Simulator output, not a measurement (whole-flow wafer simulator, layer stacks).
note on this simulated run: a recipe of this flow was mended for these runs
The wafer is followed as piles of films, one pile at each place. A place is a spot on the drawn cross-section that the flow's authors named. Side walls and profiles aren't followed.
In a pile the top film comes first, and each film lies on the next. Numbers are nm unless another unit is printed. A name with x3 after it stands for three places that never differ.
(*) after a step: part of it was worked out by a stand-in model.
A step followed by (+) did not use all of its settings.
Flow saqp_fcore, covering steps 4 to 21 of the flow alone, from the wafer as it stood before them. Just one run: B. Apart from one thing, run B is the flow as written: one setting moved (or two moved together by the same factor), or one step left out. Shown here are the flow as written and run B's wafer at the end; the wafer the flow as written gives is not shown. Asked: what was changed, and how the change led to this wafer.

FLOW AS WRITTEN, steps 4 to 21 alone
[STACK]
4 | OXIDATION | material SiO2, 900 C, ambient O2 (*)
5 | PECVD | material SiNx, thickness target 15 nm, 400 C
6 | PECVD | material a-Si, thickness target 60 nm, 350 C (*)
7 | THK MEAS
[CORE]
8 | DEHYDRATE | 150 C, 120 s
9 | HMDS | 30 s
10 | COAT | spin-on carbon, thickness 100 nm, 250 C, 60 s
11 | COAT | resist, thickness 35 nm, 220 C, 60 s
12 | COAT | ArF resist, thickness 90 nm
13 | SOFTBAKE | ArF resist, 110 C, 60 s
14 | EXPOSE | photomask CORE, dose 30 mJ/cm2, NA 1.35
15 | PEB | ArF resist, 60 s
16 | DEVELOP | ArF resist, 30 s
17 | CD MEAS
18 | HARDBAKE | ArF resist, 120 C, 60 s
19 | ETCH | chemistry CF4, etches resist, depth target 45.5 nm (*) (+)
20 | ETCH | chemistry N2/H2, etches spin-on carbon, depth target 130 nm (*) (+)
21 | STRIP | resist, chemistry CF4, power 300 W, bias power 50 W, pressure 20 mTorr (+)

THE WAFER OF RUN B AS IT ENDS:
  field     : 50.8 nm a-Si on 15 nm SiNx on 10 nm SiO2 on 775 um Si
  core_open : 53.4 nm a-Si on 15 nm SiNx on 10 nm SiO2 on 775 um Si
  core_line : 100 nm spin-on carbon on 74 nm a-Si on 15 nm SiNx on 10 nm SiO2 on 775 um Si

The reason: step 6, PECVD: thickness target 74 nm was run, though the flow has thickness target 60 nm.
One can read it off the wafer: core_line has a-Si 74, and step 6 as written asks for 60 nm.

The path from the change to this, step by step:
  6 | PECVD | material a-Si, thickness target 60 nm, 350 C (*)
      field, core_open, core_line: +74 a-Si (new film) (in the flow as written it would be: +60 a-Si (new film))
